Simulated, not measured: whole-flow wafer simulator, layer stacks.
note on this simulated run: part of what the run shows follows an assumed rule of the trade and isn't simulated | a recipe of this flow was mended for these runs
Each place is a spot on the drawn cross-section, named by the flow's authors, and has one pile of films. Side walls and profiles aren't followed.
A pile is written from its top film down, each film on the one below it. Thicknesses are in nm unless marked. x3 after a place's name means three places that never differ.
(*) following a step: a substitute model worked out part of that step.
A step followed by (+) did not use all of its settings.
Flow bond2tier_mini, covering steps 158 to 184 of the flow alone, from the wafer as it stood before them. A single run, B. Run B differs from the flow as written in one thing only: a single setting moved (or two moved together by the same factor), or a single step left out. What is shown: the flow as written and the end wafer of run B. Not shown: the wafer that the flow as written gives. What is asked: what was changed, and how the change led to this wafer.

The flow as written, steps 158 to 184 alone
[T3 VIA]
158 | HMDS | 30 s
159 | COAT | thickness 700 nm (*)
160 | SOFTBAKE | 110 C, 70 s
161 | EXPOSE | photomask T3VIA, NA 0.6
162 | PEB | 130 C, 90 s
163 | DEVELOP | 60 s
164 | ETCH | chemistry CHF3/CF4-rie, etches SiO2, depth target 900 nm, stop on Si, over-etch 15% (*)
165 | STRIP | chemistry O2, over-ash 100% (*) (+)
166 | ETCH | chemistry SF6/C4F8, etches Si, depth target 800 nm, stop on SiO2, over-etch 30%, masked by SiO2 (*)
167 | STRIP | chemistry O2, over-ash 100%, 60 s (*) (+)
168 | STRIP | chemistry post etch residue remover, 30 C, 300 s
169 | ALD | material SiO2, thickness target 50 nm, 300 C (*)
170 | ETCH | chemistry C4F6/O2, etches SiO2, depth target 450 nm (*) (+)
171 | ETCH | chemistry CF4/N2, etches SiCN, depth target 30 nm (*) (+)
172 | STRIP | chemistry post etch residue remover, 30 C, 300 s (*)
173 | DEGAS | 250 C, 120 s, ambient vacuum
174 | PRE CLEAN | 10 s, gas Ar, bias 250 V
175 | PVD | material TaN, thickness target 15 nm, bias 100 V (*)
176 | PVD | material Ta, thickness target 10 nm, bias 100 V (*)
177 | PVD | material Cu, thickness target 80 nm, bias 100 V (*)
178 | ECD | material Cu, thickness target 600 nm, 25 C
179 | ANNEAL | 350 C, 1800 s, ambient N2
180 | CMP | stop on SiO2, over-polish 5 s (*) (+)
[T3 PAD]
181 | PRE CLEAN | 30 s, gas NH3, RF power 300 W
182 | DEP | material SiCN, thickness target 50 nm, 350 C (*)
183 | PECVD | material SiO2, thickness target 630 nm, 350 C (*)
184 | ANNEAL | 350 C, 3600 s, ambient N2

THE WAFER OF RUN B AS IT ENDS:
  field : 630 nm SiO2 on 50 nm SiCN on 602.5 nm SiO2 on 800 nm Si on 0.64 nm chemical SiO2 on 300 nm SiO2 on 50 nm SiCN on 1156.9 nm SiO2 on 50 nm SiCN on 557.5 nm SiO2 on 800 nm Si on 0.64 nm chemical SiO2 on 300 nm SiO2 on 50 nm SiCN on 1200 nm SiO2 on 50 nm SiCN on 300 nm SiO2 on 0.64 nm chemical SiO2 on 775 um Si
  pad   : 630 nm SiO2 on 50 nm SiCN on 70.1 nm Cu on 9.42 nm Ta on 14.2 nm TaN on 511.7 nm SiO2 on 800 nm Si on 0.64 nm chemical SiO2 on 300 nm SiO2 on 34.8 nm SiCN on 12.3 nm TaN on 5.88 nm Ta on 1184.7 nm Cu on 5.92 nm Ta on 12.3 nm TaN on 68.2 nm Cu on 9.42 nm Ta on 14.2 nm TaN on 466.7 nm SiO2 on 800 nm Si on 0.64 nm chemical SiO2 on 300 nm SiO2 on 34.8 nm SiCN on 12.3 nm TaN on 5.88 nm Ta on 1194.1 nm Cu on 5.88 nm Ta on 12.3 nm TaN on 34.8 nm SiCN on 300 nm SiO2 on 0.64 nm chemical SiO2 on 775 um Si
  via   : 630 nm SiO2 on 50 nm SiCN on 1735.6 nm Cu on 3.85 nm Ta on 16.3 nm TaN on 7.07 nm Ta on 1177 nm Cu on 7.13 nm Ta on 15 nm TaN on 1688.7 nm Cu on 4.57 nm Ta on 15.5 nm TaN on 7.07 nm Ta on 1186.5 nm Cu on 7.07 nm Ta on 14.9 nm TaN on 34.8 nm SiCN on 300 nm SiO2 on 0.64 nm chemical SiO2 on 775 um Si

The reason: step 169, ALD: thickness target 95 nm was run, though the flow has thickness target 50 nm.

The path from the change to this, step by step:
  169 | ALD | material SiO2, thickness target 50 nm, 300 C (*)
      field, pad, via: +95 SiO2 (as written it would have been: +50 SiO2)
  170 | ETCH | chemistry C4F6/O2, etches SiO2, depth target 450 nm (*) (+)
      via: -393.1 SiO2 (all of it), -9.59 SiCN (as written it would have been: -348.1 SiO2 (all of it), -17.2 SiCN)
  171 | ETCH | chemistry CF4/N2, etches SiCN, depth target 30 nm (*) (+)
      via: -25.2 SiCN (all of it), -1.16 TaN (as written it would have been: -17.6 SiCN (all of it), -3.01 TaN)
  175 | PVD | material TaN, thickness target 15 nm, bias 100 V (*)
      via: +5.89 TaN (as written it would have been: +6.94 TaN)
  176 | PVD | material Ta, thickness target 10 nm, bias 100 V (*)
      via: +3.85 Ta (new film) (as written it would have been: +4.57 Ta (new film))
  177 | PVD | material Cu, thickness target 80 nm, bias 100 V (*)
      via: +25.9 Cu (new film) (as written it would have been: +35 Cu (new film))
  178 | ECD | material Cu, thickness target 600 nm, 25 C
      via: +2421 Cu (as written it would have been: +2367 Cu)
